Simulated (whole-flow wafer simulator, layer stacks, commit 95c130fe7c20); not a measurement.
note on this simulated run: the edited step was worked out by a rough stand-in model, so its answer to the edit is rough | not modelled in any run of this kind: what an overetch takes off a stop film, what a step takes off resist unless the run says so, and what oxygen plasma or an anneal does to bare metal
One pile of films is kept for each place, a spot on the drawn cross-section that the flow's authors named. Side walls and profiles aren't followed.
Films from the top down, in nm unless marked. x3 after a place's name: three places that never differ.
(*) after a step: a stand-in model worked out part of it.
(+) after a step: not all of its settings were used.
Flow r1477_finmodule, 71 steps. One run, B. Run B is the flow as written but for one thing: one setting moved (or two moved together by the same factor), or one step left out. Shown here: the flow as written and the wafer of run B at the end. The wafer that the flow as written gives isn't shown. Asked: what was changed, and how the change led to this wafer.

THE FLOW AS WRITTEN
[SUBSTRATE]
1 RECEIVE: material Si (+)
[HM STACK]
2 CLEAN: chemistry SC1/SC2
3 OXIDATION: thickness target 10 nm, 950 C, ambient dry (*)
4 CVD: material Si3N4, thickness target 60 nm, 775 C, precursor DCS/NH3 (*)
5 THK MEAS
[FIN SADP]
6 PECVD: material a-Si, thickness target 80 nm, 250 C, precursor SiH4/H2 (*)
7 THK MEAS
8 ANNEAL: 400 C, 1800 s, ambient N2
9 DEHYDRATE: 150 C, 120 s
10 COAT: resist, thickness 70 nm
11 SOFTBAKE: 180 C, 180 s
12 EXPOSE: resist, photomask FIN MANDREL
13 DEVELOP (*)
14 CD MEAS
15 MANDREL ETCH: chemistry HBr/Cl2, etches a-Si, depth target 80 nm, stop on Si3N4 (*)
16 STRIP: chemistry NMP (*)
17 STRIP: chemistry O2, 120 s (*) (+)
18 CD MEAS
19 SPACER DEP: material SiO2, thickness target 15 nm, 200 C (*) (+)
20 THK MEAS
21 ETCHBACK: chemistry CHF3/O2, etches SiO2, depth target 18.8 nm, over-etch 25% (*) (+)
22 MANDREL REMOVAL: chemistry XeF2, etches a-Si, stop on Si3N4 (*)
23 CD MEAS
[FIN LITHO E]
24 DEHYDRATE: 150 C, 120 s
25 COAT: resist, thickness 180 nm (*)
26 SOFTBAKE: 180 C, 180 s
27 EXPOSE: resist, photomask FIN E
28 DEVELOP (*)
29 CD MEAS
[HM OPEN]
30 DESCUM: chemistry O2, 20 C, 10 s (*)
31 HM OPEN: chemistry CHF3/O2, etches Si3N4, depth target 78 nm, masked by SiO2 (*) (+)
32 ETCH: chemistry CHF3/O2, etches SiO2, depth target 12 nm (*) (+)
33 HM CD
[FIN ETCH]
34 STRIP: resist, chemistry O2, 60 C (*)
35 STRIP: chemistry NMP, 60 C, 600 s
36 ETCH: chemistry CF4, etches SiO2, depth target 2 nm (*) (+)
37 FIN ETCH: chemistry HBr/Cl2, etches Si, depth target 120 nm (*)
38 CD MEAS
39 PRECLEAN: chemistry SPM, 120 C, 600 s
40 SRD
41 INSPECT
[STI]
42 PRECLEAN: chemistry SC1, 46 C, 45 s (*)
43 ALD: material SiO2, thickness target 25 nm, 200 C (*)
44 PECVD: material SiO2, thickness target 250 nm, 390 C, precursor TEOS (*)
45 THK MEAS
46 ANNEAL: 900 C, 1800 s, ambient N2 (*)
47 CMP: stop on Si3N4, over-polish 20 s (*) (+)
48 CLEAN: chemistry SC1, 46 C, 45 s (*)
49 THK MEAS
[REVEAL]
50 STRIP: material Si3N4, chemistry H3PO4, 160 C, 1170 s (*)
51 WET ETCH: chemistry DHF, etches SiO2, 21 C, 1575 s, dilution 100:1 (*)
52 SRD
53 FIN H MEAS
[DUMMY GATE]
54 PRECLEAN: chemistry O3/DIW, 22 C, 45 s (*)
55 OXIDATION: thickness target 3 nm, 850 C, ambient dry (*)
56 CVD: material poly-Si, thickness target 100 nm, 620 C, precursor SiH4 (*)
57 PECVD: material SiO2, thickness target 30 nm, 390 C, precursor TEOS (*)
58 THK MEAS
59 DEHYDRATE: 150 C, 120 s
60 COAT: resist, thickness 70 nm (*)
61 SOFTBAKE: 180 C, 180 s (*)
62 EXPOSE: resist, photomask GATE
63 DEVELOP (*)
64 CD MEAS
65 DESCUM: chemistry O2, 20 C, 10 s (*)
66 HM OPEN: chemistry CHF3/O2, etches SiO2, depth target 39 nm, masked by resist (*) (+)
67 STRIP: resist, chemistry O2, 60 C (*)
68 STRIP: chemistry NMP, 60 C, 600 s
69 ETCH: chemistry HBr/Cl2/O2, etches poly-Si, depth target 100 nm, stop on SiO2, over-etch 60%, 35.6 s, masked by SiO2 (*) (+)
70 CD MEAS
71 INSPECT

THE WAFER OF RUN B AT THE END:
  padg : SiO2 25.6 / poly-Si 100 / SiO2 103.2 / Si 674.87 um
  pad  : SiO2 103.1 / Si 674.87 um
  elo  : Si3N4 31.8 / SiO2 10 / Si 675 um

The cause: step 69, ETCH: depth target 82.5 nm was run, where the flow has depth target 100 nm; step 69, ETCH: 29.4 s was run, where the flow has 35.6 s.

How the change led to this, step by step:
  69 ETCH: chemistry HBr/Cl2/O2, etches poly-Si, depth target 100 nm, stop on SiO2, over-etch 60%, 35.6 s, masked by SiO2 (*) (+)
      padg, elg, esg and 15 more: SiO2 -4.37 (as written it would be: SiO2 -5.3)
